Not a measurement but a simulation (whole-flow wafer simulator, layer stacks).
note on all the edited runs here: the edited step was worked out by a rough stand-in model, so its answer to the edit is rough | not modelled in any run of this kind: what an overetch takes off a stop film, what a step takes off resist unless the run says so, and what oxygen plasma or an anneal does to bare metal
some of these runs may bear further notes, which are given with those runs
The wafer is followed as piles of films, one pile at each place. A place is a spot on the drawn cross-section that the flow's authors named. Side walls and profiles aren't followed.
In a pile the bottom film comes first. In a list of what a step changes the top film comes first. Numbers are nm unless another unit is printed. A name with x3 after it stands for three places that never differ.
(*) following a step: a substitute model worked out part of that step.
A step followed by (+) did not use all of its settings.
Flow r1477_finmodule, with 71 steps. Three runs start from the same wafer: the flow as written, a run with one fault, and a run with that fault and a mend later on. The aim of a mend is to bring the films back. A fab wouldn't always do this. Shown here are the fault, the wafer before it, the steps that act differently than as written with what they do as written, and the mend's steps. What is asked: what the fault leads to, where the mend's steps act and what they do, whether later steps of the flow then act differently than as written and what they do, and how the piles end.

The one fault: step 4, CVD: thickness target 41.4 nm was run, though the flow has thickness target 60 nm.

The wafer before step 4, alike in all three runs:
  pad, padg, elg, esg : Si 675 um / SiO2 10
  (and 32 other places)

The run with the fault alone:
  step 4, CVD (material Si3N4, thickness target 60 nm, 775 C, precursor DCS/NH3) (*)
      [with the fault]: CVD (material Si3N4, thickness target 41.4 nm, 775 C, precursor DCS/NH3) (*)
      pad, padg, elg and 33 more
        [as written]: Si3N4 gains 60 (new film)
        [with the fault]: Si3N4 gains 41.4 (new film)
  Steps later in the flow that act otherwise than as written (not shown: 4 more steps that differ only slightly, by at most 2% or 0.5 nm, whichever is larger):
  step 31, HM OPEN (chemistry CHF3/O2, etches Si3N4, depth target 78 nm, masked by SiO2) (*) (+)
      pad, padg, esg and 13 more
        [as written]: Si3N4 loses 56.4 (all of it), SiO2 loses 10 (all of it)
        [with the fault]: Si3N4 loses 37.8 (all of it), SiO2 loses 9.45
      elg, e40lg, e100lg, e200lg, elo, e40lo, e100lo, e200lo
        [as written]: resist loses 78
        [with the fault]: resist loses 56.7
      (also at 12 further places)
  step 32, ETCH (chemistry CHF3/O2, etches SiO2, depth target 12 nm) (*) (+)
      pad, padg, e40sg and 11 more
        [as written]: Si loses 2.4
        [with the fault]: SiO2 loses 0.55 (all of it), Si loses 2.29
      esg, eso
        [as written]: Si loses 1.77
        [with the fault]: SiO2 loses 0.55 (all of it), Si loses 2.29
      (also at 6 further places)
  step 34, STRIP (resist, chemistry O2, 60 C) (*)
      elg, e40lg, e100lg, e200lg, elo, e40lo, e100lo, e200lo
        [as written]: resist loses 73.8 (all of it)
        [with the fault]: resist loses 95.1 (all of it)
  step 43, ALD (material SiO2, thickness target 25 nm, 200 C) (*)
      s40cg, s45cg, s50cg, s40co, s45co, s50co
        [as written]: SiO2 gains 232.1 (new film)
        [with the fault]: SiO2 gains 223.9 (new film)
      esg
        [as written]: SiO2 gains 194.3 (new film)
        [with the fault]: SiO2 gains 176.1 (new film)
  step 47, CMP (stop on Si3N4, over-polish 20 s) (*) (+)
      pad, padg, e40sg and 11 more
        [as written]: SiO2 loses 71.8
        [with the fault]: SiO2 loses 90.5
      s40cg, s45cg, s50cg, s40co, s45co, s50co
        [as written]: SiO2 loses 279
        [with the fault]: SiO2 loses 289.7
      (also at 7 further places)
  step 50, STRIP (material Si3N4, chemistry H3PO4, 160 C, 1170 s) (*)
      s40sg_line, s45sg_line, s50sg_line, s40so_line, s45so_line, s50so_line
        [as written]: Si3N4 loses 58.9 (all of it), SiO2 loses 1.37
        [with the fault]: Si3N4 loses 40.3 (all of it), SiO2 loses 1.95
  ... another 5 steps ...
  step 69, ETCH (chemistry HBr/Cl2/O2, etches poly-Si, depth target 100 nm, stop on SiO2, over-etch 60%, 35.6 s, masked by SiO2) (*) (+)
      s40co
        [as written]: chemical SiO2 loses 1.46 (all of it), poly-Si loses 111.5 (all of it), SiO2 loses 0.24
        [with the fault]: chemical SiO2 loses 1.46 (all of it), poly-Si loses 132.1 (all of it), SiO2 loses 0.14
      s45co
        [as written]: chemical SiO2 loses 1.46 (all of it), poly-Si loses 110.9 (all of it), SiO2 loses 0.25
        [with the fault]: chemical SiO2 loses 1.46 (all of it), poly-Si loses 132.1 (all of it), SiO2 loses 0.14
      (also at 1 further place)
  By the end, the piles at pad, padg, elg and 27 more depart from the flow's by more than 2% or 0.5 nm, whichever is larger.
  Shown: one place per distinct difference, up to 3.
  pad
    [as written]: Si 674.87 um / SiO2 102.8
    [with the fault]: Si 674.87 um / SiO2 84.1
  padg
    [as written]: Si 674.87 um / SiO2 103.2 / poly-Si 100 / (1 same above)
    [with the fault]: Si 674.87 um / SiO2 84.5 / poly-Si 100 / (1 same above)
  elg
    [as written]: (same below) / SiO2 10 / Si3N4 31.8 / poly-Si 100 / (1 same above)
    [with the fault]: (same below) / SiO2 10 / Si3N4 13.2 / poly-Si 100 / (1 same above)

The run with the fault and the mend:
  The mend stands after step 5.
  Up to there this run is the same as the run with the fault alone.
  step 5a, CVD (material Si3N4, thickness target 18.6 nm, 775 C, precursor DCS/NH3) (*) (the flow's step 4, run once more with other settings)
      pad, padg, elg and 33 more
        Si3N4 gains 18.6
  Every later step of the flow that is run acts as written at every place that is followed.
  The piles end the same as the flow's at every place that both follow.
